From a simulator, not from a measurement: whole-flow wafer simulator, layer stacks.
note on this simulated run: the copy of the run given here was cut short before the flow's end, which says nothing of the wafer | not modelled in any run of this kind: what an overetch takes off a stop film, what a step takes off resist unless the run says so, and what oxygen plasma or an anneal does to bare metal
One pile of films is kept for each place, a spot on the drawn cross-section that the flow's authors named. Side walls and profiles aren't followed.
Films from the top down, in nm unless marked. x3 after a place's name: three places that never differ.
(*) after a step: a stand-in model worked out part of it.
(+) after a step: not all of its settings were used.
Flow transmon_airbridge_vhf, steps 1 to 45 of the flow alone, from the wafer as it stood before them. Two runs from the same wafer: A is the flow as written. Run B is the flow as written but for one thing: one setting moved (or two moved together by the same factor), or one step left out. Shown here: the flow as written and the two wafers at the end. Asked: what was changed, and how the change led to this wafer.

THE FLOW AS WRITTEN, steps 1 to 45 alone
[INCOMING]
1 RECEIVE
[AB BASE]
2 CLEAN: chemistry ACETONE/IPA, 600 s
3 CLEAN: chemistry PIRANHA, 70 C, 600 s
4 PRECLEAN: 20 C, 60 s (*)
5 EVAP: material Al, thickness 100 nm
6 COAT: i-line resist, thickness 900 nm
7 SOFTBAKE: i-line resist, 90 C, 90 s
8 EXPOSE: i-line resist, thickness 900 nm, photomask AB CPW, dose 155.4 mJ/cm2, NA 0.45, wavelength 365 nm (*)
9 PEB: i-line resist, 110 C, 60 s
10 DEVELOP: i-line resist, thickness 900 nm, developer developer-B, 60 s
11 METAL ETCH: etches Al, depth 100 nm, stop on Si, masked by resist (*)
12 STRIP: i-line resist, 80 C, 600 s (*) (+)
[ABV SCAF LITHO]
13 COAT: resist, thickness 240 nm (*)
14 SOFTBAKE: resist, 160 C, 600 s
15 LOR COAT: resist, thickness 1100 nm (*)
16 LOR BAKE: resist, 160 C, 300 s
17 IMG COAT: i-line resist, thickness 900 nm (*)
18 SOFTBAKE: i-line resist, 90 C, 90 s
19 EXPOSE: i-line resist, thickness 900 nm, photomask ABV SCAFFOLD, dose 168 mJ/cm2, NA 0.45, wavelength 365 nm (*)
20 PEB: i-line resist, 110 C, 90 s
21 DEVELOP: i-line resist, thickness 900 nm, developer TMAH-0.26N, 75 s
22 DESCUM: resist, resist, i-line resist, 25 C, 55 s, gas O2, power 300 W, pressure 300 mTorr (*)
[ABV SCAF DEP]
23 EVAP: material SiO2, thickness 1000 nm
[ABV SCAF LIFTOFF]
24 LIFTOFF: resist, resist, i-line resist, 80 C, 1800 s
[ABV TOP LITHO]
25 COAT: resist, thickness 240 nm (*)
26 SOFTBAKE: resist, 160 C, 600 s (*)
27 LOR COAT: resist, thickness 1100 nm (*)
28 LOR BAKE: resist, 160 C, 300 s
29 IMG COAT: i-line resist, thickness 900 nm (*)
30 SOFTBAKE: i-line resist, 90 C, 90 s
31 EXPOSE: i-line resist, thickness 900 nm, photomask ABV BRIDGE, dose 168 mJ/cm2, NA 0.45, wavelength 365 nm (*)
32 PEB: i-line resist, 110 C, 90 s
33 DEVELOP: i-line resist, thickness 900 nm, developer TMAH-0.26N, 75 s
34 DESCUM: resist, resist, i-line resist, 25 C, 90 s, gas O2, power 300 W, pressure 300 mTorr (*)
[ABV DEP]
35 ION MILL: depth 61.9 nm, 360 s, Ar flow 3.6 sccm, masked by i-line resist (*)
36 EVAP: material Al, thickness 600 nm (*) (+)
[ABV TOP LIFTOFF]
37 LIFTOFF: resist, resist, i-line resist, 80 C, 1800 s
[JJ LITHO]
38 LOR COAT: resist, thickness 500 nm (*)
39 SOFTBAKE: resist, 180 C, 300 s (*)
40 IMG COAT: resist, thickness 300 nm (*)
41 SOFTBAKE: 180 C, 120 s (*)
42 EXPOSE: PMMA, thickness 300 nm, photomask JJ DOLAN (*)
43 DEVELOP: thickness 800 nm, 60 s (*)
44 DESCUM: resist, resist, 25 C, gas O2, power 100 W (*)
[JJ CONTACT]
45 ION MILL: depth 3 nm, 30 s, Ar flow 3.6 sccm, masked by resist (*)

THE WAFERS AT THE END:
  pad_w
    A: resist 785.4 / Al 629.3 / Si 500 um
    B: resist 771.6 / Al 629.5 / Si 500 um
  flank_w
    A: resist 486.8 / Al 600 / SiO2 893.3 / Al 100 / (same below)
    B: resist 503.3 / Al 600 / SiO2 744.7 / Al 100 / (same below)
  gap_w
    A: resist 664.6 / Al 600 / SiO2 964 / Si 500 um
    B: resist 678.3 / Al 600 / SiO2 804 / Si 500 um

The cause: step 23, EVAP: thickness 840 nm was run, where the flow has thickness 1000 nm.

How the change led to this, step by step:
  23 EVAP: material SiO2, thickness 1000 nm
      field x3, jj_line, ground_far and 10 more: A SiO2 +1000 (new film) | B SiO2 +840 (new film)
      flank_w, flank_e: A SiO2 +929.3 (new film) | B SiO2 +780.6 (new film)
  24 LIFTOFF: resist, resist, i-line resist, 80 C, 1800 s
      field x3, jj_line, trace_open_s x2: A SiO2 -1000 (all of it), i-line resist -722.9 (all of it), resist -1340 (all of it) | B SiO2 -840 (all of it), i-line resist -722.9 (all of it), resist -1340 (all of it)
      pad_w, pad_e: A SiO2 -1000 (all of it), i-line resist -718 (all of it), resist -1330.2 (all of it) | B SiO2 -840 (all of it), i-line resist -718 (all of it), resist -1330.2 (all of it)
      (and at 1 more place)
  25 COAT: resist, thickness 240 nm (*)
      flank_w, flank_e: A resist +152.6 (new film) | B resist +157.8 (new film)
      gap_w, gap_e: A resist +210.7 (new film) | B resist +217.6 (new film)
      (and at 6 more places)
  27 LOR COAT: resist, thickness 1100 nm (*)
      gap_w, gap_e: A resist +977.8 | B resist +999.8
      margin_s, margin_n: A resist +823.4 | B resist +861.7
      (and at 5 more places)
  29 IMG COAT: i-line resist, thickness 900 nm (*)
      gap_w, gap_e: A i-line resist +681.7 (new film) | B i-line resist +720.3 (new film)
      margin_s, margin_n: A i-line resist +603.2 (new film) | B i-line resist +653.9 (new film)
      (and at 5 more places)
  32 PEB: i-line resist, 110 C, 90 s
      flank_w, flank_e: A i-line resist -38.3 | B i-line resist -39.9
      gap_w, gap_e: A i-line resist -34.7 | B i-line resist -36.8
      (and at 5 more places)
  33 DEVELOP: i-line resist, thickness 900 nm, developer TMAH-0.26N, 75 s
      gap_w, gap_e: A i-line resist -646.9 (all of it), resist -977.8 | B i-line resist -683.5 (all of it), resist -999.8
      pad_w: A i-line resist -937.2 (all of it), resist -1247.8 | B i-line resist -923.8 (all of it), resist -1222.8
      (and at 5 more places)
  34 DESCUM: resist, resist, i-line resist, 25 C, 90 s, gas O2, power 300 W, pressure 300 mTorr (*)
      flank_w, flank_e: A resist -152.6 (all of it) | B resist -157.8 (all of it)
      gap_w, gap_e: A resist -210.7 (all of it) | B resist -217.6 (all of it)
      (and at 4 more places)
  37 LIFTOFF: resist, resist, i-line resist, 80 C, 1800 s
      margin_s, margin_n: A Al -600 (all of it), i-line resist -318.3 (all of it), resist -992 (all of it) | B Al -600 (all of it), i-line resist -366.3 (all of it), resist -1039.5 (all of it)
      ground_far: A Al -600 (all of it), i-line resist -717.9 (all of it), resist -1384.9 (all of it) | B Al -600 (all of it), i-line resist -698 (all of it), resist -1379.6 (all of it)
  38 LOR COAT: resist, thickness 500 nm (*)
      flank_w, flank_e: A resist +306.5 (new film) | B resist +317.9 (new film)
      margin_s, margin_n: A resist +445.3 (new film) | B resist +457.5 (new film)
      (and at 1 more place)
  40 IMG COAT: resist, thickness 300 nm (*)
      flank_w, flank_e: A resist +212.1 | B resist +217.2
      gap_w, gap_e: A resist +245.7 | B resist +252.5
      (and at 4 more places)
